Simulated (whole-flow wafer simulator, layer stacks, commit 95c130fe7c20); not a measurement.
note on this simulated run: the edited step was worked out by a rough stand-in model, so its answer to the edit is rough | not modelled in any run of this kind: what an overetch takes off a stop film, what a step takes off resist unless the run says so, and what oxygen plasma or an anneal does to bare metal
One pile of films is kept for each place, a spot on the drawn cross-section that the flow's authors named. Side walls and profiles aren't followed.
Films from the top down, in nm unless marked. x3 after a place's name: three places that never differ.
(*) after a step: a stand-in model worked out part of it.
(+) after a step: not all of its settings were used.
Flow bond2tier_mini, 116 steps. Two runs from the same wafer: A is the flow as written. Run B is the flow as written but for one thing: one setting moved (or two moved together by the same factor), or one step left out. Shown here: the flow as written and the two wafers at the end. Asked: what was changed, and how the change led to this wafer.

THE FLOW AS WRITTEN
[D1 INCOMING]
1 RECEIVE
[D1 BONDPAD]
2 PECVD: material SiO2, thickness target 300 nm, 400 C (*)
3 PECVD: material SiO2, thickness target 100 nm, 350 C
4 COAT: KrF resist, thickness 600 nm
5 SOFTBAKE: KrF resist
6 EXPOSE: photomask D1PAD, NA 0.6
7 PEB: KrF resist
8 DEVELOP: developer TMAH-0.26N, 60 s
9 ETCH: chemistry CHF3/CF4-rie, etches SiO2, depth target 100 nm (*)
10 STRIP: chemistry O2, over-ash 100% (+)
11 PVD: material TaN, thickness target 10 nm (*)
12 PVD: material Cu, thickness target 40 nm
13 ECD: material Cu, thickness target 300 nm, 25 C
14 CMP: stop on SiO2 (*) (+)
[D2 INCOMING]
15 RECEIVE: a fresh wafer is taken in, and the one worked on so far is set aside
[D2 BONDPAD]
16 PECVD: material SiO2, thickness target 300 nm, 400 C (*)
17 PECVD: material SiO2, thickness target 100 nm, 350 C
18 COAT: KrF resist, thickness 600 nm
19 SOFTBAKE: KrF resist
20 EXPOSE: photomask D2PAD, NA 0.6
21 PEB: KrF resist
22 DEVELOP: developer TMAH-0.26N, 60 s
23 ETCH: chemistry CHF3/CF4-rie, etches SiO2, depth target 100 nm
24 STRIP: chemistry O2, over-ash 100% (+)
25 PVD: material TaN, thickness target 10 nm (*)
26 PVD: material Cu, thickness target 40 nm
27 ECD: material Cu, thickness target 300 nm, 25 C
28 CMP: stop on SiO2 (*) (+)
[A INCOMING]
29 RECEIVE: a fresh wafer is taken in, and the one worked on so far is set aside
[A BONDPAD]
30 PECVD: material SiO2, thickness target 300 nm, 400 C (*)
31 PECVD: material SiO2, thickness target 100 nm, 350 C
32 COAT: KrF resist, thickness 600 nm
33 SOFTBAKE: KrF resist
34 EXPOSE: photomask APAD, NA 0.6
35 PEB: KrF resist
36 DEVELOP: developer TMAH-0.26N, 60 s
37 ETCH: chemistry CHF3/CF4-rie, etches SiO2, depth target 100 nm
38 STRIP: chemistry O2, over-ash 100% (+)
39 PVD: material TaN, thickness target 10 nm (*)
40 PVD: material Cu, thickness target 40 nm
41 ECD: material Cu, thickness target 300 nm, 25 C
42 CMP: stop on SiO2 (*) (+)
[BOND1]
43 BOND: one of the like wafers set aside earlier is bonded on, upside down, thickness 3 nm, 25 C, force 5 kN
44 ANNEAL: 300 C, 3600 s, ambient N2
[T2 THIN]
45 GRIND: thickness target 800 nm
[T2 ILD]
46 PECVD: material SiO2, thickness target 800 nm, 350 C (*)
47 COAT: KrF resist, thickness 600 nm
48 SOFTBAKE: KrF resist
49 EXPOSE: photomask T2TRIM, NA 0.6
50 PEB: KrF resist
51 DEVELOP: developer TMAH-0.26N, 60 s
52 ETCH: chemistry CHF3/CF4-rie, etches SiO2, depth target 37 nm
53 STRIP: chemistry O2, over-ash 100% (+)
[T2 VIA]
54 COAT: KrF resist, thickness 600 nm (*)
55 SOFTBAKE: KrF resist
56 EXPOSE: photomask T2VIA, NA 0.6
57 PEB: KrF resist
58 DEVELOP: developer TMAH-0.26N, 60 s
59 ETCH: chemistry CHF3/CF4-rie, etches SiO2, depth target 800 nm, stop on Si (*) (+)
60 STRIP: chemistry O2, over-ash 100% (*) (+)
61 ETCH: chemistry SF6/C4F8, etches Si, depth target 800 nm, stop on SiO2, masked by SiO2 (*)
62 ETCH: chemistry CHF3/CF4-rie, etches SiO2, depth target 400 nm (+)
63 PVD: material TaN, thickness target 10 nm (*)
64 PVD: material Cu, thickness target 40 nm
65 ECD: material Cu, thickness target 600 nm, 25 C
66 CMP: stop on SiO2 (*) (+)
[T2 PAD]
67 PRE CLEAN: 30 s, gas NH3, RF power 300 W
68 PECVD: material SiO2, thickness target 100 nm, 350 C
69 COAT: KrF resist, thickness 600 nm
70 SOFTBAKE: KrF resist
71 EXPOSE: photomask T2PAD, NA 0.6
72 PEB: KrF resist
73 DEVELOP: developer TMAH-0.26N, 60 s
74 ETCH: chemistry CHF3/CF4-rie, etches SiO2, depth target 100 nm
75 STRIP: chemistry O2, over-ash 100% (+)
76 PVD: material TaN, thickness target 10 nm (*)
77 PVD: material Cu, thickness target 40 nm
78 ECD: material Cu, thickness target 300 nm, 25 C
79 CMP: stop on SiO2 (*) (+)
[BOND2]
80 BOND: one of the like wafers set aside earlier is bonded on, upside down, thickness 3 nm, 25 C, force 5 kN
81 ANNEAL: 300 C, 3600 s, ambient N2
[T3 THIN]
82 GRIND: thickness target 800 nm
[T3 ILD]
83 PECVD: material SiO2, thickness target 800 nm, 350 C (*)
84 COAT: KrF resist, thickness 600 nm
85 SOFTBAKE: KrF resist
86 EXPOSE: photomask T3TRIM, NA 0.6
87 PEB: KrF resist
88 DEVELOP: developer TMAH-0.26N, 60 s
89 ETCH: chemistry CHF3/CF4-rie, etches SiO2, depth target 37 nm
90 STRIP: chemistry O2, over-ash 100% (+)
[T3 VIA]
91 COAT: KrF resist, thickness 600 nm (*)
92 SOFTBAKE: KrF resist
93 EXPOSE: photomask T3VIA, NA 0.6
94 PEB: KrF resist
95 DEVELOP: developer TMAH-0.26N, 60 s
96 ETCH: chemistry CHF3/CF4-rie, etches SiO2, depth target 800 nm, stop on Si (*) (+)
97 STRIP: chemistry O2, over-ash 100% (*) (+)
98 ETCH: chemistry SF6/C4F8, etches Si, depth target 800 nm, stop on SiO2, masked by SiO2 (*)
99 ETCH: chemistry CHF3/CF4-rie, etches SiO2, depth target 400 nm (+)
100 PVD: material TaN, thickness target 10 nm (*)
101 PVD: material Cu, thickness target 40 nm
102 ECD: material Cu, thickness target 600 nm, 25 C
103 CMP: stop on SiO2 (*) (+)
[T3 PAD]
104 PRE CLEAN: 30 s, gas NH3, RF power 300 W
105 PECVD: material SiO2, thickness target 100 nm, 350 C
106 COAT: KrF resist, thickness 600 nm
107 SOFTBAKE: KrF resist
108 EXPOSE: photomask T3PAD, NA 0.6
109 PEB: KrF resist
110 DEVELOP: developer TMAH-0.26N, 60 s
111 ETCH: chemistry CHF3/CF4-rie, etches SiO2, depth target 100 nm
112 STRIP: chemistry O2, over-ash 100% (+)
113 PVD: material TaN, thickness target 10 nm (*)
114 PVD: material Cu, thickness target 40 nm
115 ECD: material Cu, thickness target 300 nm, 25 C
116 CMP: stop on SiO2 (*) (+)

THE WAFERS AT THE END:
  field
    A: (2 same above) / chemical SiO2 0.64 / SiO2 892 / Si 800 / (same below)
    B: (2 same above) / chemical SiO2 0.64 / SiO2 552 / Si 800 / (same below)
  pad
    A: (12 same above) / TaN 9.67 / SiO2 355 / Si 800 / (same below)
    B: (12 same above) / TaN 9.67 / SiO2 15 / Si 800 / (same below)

The cause: step 46, PECVD: thickness target 460 nm was run, where the flow has thickness target 800 nm.

How the change led to this, step by step:
  46 PECVD: material SiO2, thickness target 800 nm, 350 C (*)
      field, pad, via: A SiO2 +800 (new film) | B SiO2 +460 (new film)
  59 ETCH: chemistry CHF3/CF4-rie, etches SiO2, depth target 800 nm, stop on Si (*) (+)
      field, pad: A KrF resist -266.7 | B KrF resist -211.5
      via: A SiO2 -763 (all of it) | B SiO2 -423 (all of it)
  60 STRIP: chemistry O2, over-ash 100% (*) (+)
      field: A KrF resist -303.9 (all of it) | B KrF resist -359.1 (all of it)
      pad: A KrF resist -336 (all of it) | B KrF resist -391.1 (all of it)
